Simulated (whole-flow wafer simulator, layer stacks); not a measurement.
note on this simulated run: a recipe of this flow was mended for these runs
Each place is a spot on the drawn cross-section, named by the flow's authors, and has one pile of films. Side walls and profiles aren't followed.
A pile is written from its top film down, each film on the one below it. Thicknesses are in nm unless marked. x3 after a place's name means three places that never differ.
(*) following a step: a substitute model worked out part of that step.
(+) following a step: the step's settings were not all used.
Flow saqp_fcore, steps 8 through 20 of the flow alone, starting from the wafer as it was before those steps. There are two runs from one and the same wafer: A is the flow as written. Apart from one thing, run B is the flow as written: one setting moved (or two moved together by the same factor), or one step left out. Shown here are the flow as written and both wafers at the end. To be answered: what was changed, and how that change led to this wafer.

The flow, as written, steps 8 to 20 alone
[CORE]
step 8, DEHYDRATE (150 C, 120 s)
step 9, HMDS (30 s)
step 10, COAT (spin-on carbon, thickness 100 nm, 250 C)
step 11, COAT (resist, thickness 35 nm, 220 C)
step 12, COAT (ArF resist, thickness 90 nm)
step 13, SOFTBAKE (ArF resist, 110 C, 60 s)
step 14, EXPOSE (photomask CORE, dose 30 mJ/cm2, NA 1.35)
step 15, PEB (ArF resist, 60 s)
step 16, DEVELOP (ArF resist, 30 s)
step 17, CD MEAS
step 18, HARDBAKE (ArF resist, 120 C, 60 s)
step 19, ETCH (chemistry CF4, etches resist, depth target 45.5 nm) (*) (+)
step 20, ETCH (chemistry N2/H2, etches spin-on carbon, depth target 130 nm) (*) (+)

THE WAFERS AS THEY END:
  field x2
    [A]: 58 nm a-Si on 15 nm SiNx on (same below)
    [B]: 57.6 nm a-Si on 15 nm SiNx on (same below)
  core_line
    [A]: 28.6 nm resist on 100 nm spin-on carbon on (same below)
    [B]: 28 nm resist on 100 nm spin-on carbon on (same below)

The reason: step 20, ETCH: depth target 138.8 nm was run, while the flow as written has depth target 130 nm.

The path from the change to this, step by step:
  step 20, ETCH (chemistry N2/H2, etches spin-on carbon, depth target 130 nm) (*) (+)
      core_line: A ArF resist loses 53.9 (all of it), resist loses 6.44 | B ArF resist loses 53.9 (all of it), resist loses 7.02
